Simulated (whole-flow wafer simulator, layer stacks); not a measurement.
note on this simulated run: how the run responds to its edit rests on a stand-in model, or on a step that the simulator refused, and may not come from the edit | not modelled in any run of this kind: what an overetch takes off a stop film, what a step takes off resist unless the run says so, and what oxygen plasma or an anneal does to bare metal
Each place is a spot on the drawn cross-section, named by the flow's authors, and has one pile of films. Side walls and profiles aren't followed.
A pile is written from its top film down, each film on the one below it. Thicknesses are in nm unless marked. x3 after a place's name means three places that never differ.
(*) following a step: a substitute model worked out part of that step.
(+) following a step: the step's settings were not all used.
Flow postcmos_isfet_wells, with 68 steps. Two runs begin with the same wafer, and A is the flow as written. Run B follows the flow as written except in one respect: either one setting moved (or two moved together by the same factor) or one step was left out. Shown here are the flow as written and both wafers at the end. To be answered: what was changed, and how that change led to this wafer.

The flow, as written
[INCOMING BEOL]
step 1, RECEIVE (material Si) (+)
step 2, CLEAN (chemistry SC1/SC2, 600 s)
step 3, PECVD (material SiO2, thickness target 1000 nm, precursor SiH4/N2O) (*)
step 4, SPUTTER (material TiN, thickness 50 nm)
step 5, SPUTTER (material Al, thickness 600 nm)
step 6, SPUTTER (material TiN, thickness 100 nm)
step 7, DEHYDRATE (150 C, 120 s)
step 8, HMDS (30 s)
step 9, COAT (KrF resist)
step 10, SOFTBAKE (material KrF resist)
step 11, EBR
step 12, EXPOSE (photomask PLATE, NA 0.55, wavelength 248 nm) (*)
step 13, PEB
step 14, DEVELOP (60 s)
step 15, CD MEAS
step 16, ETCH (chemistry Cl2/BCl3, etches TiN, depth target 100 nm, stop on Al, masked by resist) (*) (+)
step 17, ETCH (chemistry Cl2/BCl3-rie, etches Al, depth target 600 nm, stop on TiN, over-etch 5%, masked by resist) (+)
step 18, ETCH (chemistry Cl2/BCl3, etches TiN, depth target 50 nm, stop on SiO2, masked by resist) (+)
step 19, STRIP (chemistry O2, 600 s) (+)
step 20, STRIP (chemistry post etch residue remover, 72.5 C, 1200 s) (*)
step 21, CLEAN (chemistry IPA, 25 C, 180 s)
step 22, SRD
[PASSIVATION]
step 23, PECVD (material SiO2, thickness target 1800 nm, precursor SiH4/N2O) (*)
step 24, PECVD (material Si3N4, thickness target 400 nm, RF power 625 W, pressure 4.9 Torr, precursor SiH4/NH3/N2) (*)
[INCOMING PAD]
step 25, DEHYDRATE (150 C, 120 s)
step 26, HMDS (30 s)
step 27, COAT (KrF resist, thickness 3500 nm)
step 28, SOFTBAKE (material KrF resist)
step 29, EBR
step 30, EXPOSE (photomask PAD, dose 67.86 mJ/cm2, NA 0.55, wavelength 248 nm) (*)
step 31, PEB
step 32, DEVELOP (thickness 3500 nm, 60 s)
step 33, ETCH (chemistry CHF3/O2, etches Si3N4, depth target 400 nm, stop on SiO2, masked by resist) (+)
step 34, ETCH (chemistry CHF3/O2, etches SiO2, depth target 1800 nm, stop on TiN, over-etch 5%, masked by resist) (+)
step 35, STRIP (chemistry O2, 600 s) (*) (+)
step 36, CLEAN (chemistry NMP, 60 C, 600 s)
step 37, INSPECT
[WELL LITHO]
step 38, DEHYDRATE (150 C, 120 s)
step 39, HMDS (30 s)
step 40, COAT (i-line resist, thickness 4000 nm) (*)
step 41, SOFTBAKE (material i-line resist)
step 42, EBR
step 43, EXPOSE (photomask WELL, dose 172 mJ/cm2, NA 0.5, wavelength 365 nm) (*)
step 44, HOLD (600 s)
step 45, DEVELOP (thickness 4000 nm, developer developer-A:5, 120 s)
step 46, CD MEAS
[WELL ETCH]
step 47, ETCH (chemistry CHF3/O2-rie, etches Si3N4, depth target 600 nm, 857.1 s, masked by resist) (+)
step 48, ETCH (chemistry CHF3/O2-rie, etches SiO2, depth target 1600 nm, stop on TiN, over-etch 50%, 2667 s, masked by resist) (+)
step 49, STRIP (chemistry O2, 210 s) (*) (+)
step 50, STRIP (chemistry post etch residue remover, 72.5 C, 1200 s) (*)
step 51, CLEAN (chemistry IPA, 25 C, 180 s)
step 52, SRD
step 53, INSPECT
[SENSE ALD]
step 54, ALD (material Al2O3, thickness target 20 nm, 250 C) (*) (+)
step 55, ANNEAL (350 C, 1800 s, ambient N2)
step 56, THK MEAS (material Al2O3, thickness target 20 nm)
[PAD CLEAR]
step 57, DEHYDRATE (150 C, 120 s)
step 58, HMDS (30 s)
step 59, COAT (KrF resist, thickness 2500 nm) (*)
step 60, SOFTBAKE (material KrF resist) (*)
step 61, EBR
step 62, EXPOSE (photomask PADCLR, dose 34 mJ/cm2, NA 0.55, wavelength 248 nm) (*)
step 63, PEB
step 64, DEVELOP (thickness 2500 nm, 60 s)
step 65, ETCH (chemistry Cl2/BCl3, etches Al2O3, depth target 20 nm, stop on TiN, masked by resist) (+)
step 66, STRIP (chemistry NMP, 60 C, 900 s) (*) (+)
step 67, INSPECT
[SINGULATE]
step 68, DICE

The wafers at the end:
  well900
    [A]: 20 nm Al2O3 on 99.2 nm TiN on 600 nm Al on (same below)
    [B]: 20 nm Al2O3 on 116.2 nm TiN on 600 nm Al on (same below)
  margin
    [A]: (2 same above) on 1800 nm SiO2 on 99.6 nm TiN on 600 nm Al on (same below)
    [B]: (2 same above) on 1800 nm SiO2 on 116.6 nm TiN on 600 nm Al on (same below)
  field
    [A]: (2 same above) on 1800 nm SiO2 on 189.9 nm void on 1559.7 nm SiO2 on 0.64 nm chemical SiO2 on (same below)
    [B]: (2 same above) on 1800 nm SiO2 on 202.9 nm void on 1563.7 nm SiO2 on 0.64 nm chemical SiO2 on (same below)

Cause: step 6, SPUTTER: thickness 117 nm was run, though the flow has thickness 100 nm; step 17, ETCH: depth target 700 nm was run, where the flow has depth target 600 nm.

Step by step, how the change led to this:
  step 6, SPUTTER (material TiN, thickness 100 nm)
      field, margin, well900 and 6 more: A +100 TiN (new film) | B +117 TiN (new film)
  step 16, ETCH (chemistry Cl2/BCl3, etches TiN, depth target 100 nm, stop on Al, masked by resist) (*) (+)
      field: A -100 TiN (all of it) | B -100 TiN
  step 17, ETCH (chemistry Cl2/BCl3-rie, etches Al, depth target 600 nm, stop on TiN, over-etch 5%, masked by resist) (+)
      field: A -600 Al (all of it) | B -17 TiN (all of it), -600 Al (all of it)
      margin, well900, well1300, well2000, well3000, pad_rim, pad_clr, pad_open: A -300 KrF resist | B -315 KrF resist
  step 19, STRIP (chemistry O2, 600 s) (+)
      margin, well900, well1300, well2000, well3000, pad_rim, pad_clr, pad_open: A -626.3 KrF resist (all of it) | B -611.3 KrF resist (all of it)
  step 23, PECVD (material SiO2, thickness target 1800 nm, precursor SiH4/N2O) (*)
      field: A +1800 SiO2 (new film), +189.9 void (new film), +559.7 SiO2 | B +1800 SiO2 (new film), +202.9 void (new film), +563.7 SiO2
